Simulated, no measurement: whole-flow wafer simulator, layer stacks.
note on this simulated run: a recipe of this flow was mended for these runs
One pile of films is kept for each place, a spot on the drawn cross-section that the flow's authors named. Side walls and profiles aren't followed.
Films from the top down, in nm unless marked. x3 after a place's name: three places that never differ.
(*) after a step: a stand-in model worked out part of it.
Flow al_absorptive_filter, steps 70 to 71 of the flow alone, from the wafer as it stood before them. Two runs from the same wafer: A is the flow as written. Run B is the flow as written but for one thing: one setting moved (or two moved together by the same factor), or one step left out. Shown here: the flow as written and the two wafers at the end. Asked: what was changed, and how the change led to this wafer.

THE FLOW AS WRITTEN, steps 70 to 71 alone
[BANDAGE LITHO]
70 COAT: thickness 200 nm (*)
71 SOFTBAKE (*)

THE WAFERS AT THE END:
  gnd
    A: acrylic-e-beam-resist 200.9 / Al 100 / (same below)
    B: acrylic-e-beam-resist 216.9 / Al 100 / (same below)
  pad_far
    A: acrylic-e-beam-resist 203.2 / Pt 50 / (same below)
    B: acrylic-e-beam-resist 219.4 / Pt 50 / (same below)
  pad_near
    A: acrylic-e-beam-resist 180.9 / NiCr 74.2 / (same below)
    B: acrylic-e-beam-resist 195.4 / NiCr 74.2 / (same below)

The cause: step 70, COAT: thickness 216 nm was run, where the flow has thickness 200 nm.

How the change led to this, step by step:
  70 COAT: thickness 200 nm (*)
      xa_field, xl_land, idc_field: A acrylic-e-beam-resist +200 (new film) | B acrylic-e-beam-resist +216 (new film)
      gnd: A acrylic-e-beam-resist +200.9 (new film) | B acrylic-e-beam-resist +216.9 (new film)
      (and at 10 more places)
